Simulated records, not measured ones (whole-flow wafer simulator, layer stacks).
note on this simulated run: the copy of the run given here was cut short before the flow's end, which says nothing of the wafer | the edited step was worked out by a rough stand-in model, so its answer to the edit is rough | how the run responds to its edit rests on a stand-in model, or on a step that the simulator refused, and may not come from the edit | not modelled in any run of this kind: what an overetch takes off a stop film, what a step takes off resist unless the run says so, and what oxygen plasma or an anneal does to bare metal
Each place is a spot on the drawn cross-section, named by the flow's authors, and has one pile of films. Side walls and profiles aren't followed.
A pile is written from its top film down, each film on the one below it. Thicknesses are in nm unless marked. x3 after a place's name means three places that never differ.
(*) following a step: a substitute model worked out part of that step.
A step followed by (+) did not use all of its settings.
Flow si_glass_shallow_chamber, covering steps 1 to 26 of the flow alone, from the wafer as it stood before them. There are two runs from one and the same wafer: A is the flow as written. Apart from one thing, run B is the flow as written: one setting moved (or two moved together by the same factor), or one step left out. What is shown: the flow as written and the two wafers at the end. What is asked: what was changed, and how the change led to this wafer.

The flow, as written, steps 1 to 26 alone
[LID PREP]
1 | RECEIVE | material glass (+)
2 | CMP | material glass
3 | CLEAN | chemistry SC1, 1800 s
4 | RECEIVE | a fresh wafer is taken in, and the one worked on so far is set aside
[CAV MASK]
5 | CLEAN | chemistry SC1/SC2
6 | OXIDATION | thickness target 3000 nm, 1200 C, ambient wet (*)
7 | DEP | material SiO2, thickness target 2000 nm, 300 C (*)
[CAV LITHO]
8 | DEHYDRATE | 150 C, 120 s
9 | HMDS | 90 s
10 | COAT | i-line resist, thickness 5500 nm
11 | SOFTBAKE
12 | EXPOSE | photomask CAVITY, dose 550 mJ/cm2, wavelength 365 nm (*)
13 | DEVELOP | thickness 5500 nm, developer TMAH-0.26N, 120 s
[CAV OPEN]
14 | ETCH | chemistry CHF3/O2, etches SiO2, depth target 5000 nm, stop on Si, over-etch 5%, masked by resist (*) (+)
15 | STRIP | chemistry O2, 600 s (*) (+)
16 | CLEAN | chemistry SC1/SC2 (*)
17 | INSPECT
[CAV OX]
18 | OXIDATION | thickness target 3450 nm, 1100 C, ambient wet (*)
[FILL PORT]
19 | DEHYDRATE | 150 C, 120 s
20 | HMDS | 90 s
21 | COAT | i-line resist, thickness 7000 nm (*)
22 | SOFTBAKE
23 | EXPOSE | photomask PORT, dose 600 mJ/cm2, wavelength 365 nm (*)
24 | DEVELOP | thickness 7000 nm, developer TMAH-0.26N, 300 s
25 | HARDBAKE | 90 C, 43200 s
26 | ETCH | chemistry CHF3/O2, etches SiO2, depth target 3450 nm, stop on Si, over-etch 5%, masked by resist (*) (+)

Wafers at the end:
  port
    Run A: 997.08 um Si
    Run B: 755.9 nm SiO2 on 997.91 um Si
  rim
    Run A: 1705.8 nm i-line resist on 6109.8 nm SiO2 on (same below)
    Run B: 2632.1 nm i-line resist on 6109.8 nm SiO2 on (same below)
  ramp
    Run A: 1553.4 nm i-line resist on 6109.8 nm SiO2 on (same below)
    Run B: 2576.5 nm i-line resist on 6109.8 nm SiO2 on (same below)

What caused this: step 14, ETCH: depth target 2250 nm was run, whereas the flow has depth target 5000 nm.

How this came from the change, step by step:
  14 | ETCH | chemistry CHF3/O2, etches SiO2, depth target 5000 nm, stop on Si, over-etch 5%, masked by resist (*) (+)
      cav, port: A SiO2 loses 5000 (all of it), Si loses 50 | B SiO2 loses 2362.5
      rim, ramp, septum, ring: A i-line resist loses 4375 | B i-line resist loses 1968.8
  15 | STRIP | chemistry O2, 600 s (*) (+)
      cav, port: A chemical SiO2 gains 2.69 (new film), Si loses 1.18 | B nothing
      rim, ramp, septum, ring: A i-line resist loses 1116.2 (all of it) | B i-line resist loses 3522.4 (all of it)
  18 | OXIDATION | thickness target 3450 nm, 1100 C, ambient wet (*)
      cav, port: A SiO2 gains 3450 (new film), chemical SiO2 loses 2.69 (all of it), Si loses 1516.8 | B SiO2 gains 1740.9, Si loses 766
  21 | COAT | i-line resist, thickness 7000 nm (*)
      rim: A i-line resist gains 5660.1 (new film) | B i-line resist gains 6265.3 (new film)
      ramp: A i-line resist gains 5087.8 (new film) | B i-line resist gains 5937.2 (new film)
      (also at 2 further places)
  22 | SOFTBAKE
      rim: A i-line resist loses 849 | B i-line resist loses 490.5
      ramp: A i-line resist loses 434.5 | B i-line resist loses 220.5
      (also at 4 further places)
  24 | DEVELOP | thickness 7000 nm, developer TMAH-0.26N, 300 s
      port: A i-line resist loses 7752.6 (all of it) | B i-line resist loses 7442.4 (all of it)
  25 | HARDBAKE | 90 C, 43200 s
      rim: A i-line resist loses 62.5 | B i-line resist loses 99.8
      ramp: A i-line resist loses 57.1 | B i-line resist loses 97.4
      (also at 1 further place)
  26 | ETCH | chemistry CHF3/O2, etches SiO2, depth target 3450 nm, stop on Si, over-etch 5%, masked by resist (*) (+)
      port: A SiO2 loses 3450 (all of it), Si loses 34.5 | B SiO2 loses 3622.5
